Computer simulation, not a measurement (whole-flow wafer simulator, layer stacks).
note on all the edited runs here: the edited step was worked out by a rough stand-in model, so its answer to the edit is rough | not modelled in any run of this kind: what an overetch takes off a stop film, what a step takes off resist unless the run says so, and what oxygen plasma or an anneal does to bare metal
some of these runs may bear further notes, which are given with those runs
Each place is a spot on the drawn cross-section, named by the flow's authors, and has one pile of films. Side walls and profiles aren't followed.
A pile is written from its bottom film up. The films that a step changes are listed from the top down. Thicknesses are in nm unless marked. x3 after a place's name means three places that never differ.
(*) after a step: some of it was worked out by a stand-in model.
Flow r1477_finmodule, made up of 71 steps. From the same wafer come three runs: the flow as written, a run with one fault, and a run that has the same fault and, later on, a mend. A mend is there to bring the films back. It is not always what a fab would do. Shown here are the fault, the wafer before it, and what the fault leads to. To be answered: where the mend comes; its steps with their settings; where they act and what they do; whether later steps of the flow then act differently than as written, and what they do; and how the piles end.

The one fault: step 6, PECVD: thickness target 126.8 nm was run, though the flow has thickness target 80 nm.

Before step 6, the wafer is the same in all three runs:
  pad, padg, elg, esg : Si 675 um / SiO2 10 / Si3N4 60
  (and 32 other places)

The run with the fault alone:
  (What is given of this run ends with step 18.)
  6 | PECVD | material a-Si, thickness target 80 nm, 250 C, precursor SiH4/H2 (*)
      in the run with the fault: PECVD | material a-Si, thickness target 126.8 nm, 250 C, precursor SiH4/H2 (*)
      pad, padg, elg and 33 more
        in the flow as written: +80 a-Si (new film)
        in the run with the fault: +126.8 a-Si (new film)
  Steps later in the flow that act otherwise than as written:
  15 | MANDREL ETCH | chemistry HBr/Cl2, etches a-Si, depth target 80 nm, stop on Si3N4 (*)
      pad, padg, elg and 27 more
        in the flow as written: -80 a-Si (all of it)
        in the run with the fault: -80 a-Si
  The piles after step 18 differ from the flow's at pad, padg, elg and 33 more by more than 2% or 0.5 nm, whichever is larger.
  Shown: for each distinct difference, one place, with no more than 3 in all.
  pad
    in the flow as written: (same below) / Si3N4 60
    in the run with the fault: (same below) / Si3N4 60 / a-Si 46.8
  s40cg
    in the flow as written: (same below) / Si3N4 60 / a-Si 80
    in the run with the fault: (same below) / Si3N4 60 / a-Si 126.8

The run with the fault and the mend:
  After step 7 comes the mend.
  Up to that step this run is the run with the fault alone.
  7a | ETCH | chemistry tmah, depth target 145.8 nm
      pad, padg, elg and 33 more
        -126.8 a-Si (all of it)
  7b | PECVD | material a-Si, thickness target 80 nm, 250 C, precursor SiH4/H2 (*) (a further turn of the flow's step 6)
      pad, padg, elg and 33 more
        +80 a-Si (new film)
  Every later step of the flow that is run acts as written at every place that is followed.
  By the end, the piles equal the flow's at every place that both follow.
